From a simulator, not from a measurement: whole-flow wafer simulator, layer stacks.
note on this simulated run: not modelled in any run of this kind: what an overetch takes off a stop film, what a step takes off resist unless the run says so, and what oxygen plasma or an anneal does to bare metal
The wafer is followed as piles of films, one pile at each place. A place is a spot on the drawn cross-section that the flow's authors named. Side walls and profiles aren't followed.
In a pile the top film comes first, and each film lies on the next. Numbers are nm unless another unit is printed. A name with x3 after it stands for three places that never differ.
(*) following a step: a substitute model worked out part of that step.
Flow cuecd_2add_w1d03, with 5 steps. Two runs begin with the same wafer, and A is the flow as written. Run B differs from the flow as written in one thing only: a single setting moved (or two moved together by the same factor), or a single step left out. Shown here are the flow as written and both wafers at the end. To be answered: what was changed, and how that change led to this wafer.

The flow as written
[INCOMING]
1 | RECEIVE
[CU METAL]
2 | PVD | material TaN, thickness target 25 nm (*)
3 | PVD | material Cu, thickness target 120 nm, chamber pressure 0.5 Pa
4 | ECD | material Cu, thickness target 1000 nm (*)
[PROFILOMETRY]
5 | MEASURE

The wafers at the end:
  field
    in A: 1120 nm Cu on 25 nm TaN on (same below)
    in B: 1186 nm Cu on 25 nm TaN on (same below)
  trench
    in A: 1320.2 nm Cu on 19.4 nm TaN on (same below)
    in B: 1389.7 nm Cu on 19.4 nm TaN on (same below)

The reason: step 3, PVD: thickness target 186 nm was run, whereas the flow has thickness target 120 nm.

Step by step, how the change led to this:
  3 | PVD | material Cu, thickness target 120 nm, chamber pressure 0.5 Pa
      field: A Cu gains 120 (new film) | B Cu gains 186 (new film)
      trench: A Cu gains 93.4 (new film) | B Cu gains 144.7 (new film)
